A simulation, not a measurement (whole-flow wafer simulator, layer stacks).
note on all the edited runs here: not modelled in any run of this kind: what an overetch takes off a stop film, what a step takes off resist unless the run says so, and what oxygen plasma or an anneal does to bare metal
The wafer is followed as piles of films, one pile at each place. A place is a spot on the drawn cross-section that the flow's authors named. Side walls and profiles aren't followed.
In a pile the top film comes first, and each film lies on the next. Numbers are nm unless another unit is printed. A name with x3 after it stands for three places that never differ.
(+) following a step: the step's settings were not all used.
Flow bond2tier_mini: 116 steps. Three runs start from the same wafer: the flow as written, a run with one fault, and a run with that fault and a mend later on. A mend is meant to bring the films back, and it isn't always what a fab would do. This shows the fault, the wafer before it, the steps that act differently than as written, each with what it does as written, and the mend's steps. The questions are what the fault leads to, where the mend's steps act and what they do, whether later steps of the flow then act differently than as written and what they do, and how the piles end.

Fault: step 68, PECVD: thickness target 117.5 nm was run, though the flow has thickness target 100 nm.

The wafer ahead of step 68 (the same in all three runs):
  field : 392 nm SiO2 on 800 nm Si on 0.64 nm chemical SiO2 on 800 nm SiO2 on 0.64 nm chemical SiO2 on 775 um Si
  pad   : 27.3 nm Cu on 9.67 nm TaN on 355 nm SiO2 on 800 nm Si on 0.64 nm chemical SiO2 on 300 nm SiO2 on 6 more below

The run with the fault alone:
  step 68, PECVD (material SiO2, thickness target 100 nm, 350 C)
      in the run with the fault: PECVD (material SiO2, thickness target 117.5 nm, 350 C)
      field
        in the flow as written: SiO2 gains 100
        in the run with the fault: SiO2 gains 117.5
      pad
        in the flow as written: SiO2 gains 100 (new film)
        in the run with the fault: SiO2 gains 117.5 (new film)
  Later steps of the flow acting differently than as written:
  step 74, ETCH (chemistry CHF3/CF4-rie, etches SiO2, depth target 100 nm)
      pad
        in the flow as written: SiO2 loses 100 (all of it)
        in the run with the fault: SiO2 loses 100
  The piles end different from the flow's at pad by more than 2% or 0.5 nm, whichever is larger.
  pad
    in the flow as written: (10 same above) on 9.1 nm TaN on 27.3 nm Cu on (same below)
    in the run with the fault: (10 same above) on 9.1 nm TaN on 17.5 nm SiO2 on 27.3 nm Cu on (same below)

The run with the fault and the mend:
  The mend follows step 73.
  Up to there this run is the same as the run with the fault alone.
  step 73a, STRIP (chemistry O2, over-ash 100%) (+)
      field
        KrF resist loses 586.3 (all of it)
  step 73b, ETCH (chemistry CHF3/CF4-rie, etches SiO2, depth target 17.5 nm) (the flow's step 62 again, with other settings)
      field, pad
        SiO2 loses 17.5
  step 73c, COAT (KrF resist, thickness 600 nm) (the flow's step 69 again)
      field, pad
        KrF resist gains 600 (new film)
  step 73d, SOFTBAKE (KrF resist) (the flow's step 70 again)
      alters no film at any place that is followed
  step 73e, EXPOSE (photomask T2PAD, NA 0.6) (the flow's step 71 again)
      alters no film at any place that is followed
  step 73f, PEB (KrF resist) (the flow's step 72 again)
      alters no film at any place that is followed
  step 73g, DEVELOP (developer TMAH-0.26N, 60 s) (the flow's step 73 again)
      field
        KrF resist loses 13.7
      pad
        KrF resist loses 600 (all of it)
  None of the later steps of the flow acts differently than as written at any place that is followed.
  The piles end the same as the flow's at every place that both follow.
